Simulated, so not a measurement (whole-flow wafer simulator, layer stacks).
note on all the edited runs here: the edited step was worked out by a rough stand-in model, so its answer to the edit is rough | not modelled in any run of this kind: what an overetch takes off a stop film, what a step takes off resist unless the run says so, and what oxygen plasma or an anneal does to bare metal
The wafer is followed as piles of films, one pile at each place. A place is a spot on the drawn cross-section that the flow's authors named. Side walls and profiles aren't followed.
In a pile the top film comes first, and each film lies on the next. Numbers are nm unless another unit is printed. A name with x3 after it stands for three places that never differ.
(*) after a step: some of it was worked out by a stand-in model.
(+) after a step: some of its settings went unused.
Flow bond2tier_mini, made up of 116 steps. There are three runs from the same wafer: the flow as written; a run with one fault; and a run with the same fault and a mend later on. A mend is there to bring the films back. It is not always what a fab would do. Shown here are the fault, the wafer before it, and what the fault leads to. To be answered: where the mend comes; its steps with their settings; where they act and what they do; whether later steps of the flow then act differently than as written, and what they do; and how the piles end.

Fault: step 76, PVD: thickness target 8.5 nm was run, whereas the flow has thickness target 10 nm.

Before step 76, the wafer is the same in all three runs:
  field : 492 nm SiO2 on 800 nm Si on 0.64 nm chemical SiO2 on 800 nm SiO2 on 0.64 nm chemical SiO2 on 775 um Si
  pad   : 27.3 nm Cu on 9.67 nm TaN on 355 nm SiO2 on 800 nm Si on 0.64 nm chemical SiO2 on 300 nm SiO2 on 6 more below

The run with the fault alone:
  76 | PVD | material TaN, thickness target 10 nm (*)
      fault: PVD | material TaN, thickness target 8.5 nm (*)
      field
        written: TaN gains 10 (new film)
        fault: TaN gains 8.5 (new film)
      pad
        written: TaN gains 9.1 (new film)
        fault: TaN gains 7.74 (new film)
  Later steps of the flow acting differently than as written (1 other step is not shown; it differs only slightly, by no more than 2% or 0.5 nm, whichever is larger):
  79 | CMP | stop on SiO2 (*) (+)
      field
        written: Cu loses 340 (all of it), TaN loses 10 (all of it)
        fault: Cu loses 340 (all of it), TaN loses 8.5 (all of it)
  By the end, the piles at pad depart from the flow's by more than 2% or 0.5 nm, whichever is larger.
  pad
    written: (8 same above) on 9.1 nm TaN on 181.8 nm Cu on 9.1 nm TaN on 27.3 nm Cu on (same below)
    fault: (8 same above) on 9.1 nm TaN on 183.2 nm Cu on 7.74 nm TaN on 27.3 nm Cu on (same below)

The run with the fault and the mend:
  The mend follows step 76.
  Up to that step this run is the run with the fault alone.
  76a | PVD | material TaN, thickness target 1.5 nm (*) (the flow's step 76, run once more with other settings)
      field
        TaN gains 1.5
      pad
        TaN gains 1.36
  Every later step of the flow that is run acts as written at every place that is followed.
  The piles end the same as the flow's at every place that both follow.
